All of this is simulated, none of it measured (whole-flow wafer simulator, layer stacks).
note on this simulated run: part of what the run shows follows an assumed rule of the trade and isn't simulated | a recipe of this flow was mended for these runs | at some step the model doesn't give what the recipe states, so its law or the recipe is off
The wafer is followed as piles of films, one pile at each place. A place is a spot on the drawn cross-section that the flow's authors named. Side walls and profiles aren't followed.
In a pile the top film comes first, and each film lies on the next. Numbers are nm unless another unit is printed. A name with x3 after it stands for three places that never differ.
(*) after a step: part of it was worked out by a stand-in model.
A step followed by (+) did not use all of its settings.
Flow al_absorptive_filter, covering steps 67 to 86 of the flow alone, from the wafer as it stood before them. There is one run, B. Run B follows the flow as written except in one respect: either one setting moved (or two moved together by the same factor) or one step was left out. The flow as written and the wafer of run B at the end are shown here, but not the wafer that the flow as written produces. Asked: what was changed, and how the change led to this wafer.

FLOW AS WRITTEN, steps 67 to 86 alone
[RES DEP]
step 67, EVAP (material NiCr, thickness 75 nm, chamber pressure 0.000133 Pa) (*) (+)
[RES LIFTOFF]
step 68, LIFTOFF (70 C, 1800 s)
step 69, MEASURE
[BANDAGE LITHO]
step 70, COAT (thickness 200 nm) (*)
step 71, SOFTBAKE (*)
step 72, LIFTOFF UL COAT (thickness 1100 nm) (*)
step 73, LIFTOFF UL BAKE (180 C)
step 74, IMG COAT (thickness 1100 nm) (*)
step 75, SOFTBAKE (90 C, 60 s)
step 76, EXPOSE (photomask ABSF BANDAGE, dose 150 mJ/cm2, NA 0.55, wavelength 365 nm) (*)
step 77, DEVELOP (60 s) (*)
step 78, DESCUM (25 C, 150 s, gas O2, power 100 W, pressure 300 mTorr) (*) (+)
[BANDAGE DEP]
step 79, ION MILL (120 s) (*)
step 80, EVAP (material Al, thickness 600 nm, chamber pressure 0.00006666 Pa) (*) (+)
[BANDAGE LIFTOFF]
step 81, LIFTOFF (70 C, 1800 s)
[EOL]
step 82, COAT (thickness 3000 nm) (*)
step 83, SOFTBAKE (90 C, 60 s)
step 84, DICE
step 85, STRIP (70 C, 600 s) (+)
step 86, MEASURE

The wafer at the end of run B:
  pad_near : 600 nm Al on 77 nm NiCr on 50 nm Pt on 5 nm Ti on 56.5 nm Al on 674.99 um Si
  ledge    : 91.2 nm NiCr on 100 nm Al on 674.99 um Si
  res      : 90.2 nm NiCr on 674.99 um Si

The reason: step 67, EVAP: thickness 91.2 nm was run, though the flow has thickness 75 nm.
The wafer lets one read it off: ledge has NiCr 91.2, and step 67 as written asks for 75 nm.

The path from the change to this, step by step:
  step 67, EVAP (material NiCr, thickness 75 nm, chamber pressure 0.000133 Pa) (*) (+)
      gnd, pad_far, ledge and 9 more: NiCr gains 91.2 (new film) (it would be, as written: NiCr gains 75 (new film))
      pad_near: NiCr gains 90.3 (new film) (it would be, as written: NiCr gains 74.2 (new film))
      (and at 1 other place as well)
  step 68, LIFTOFF (70 C, 1800 s)
      xa_field, xl_land, idc_field: NiCr loses 91.2 (all of it), i-line-resist loses 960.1 (all of it), lift-off-underlayer loses 1100 (all of it), acrylic-e-beam-resist loses 200 (all of it) (it would be, as written: NiCr loses 75 (all of it), i-line-resist loses 960.1 (all of it), lift-off-underlayer loses 1100 (all of it), acrylic-e-beam-resist loses 200 (all of it))
      gnd: NiCr loses 91.2 (all of it), i-line-resist loses 959.5 (all of it), lift-off-underlayer loses 1100.9 (all of it), acrylic-e-beam-resist loses 200.6 (all of it) (it would be, as written: NiCr loses 75 (all of it), i-line-resist loses 959.5 (all of it), lift-off-underlayer loses 1100.9 (all of it), acrylic-e-beam-resist loses 200.6 (all of it))
      (and at 7 other places as well)
  step 83, SOFTBAKE (90 C, 60 s)
      pad_near: i-line-resist loses 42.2 (it would be, as written: i-line-resist loses 41.1)
      ledge: i-line-resist loses 23.3 (it would be, as written: i-line-resist loses 22.2)
      (and at 1 other place as well)
